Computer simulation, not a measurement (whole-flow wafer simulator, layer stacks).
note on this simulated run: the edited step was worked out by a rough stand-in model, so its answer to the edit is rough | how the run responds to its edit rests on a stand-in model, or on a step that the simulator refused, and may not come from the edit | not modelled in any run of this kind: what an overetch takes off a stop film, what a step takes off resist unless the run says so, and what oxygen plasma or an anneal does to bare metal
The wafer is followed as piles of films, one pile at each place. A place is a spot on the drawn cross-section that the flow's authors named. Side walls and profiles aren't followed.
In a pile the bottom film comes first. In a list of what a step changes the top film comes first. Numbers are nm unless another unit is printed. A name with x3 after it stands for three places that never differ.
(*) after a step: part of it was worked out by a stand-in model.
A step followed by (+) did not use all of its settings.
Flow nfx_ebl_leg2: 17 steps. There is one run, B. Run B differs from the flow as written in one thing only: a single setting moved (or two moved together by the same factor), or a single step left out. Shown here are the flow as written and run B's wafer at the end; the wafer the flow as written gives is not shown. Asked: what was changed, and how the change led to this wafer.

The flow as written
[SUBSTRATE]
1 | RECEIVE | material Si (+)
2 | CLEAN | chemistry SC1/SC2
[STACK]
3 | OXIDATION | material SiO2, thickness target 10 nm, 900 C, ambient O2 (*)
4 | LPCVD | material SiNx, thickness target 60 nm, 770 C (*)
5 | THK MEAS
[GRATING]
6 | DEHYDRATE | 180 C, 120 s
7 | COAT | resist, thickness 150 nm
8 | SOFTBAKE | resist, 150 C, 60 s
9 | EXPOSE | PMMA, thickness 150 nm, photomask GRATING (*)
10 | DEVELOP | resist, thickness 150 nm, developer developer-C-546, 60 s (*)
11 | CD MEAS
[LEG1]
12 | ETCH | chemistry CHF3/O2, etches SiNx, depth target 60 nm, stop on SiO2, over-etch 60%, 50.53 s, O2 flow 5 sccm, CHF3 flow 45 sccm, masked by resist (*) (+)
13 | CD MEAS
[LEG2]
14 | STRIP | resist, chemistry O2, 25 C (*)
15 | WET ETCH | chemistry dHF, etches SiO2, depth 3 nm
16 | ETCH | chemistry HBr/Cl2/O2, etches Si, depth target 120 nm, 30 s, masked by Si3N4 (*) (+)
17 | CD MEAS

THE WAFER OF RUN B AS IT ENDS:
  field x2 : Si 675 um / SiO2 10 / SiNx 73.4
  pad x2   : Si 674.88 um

What caused this: step 4, LPCVD: thickness target 80.2 nm was run, whereas the flow has thickness target 60 nm.

Step by step, how the change led to this:
  4 | LPCVD | material SiNx, thickness target 60 nm, 770 C (*)
      field x2, pad x2: SiNx gains 80.2 (new film) (in the flow as written it would be: SiNx gains 60 (new film))
  12 | ETCH | chemistry CHF3/O2, etches SiNx, depth target 60 nm, stop on SiO2, over-etch 60%, 50.53 s, O2 flow 5 sccm, CHF3 flow 45 sccm, masked by resist (*) (+)
      pad x2: SiNx loses 80.2 (all of it), SiO2 loses 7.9 (in the flow as written it would be: SiNx loses 60 (all of it), SiO2 loses 10 (all of it))
  14 | STRIP | resist, chemistry O2, 25 C (*)
      pad x2: nothing (in the flow as written it would be: chemical SiO2 gains 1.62 (new film), Si loses 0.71)
  15 | WET ETCH | chemistry dHF, etches SiO2, depth 3 nm
      pad x2: SiO2 loses 2.1 (all of it) (in the flow as written it would be: chemical SiO2 loses 1.62 (all of it))
